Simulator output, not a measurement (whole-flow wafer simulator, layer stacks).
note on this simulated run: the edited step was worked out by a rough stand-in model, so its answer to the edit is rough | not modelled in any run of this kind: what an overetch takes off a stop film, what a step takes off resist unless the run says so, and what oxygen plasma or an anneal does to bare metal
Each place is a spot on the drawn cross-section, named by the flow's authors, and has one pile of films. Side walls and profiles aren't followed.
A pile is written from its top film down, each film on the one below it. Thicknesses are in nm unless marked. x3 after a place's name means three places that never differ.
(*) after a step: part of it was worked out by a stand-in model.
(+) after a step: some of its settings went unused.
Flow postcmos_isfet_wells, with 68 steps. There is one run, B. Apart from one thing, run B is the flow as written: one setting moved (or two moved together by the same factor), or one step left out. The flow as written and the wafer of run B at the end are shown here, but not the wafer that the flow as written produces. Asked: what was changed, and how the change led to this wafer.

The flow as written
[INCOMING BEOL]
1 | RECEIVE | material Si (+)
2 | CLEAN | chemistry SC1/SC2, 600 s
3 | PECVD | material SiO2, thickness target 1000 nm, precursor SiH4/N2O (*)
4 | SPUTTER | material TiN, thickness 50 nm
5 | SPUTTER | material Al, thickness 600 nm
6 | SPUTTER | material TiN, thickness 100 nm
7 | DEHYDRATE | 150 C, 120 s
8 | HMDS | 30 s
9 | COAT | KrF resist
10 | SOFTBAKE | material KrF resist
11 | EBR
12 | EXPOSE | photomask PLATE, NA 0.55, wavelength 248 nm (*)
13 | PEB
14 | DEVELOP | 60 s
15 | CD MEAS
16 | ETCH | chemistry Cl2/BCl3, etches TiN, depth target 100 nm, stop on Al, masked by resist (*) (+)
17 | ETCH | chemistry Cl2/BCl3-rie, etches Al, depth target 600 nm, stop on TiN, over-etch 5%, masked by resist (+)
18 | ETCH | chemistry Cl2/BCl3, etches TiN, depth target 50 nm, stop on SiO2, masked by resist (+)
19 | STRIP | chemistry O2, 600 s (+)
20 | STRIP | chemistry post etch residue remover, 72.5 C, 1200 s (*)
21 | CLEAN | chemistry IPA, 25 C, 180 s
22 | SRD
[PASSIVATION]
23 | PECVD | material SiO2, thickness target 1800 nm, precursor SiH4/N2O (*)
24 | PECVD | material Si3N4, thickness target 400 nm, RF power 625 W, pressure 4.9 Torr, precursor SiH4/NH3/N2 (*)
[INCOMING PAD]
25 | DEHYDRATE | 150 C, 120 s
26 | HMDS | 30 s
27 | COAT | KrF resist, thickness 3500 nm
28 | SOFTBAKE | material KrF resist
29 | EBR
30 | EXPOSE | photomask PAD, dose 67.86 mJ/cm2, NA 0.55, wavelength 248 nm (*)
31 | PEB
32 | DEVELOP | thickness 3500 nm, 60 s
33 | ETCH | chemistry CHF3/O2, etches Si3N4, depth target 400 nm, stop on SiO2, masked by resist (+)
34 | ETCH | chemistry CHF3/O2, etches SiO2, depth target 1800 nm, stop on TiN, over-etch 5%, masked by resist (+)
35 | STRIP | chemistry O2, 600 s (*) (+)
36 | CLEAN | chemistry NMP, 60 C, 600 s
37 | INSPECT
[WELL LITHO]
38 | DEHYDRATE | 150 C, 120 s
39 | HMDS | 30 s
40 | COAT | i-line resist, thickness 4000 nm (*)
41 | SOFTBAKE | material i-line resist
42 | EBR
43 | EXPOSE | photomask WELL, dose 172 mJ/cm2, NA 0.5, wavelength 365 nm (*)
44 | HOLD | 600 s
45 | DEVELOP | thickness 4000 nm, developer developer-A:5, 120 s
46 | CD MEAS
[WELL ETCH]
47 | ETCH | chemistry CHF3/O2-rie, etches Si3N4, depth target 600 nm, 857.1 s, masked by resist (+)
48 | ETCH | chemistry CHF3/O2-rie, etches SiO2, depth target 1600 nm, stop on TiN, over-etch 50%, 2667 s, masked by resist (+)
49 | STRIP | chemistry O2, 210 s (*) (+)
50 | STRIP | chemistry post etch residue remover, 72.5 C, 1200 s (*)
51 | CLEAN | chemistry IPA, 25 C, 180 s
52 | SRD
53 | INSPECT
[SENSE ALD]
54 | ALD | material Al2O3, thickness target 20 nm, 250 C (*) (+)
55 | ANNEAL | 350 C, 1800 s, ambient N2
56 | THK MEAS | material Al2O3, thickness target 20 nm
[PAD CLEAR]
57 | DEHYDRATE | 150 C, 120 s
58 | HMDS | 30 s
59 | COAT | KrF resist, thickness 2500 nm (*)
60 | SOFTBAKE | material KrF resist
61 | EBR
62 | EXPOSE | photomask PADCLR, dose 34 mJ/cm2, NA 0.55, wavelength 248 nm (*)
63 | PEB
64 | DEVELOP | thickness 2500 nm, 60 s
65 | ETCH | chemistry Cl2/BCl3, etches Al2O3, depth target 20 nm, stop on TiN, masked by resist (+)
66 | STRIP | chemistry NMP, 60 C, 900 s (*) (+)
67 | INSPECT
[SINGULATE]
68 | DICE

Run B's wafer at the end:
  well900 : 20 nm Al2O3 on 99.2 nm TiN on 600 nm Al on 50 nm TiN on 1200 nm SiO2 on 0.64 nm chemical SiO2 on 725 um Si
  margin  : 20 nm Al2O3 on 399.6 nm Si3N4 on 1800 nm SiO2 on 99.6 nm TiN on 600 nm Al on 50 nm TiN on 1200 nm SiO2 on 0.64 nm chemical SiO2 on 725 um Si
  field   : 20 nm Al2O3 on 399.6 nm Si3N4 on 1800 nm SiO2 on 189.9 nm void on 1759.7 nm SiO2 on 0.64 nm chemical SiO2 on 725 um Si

The reason: step 3, PECVD: thickness target 1200 nm was run, whereas the flow has thickness target 1000 nm.
The wafer itself shows it: well900 has SiO2 1200, and step 3 as written asks for 1000 nm.

How this came from the change, step by step:
  3 | PECVD | material SiO2, thickness target 1000 nm, precursor SiH4/N2O (*)
      field, margin, well900, well1300 x3, pad_rim, pad_clr, pad_open: +1200 SiO2 (new film) (it would be, as written: +1000 SiO2 (new film))
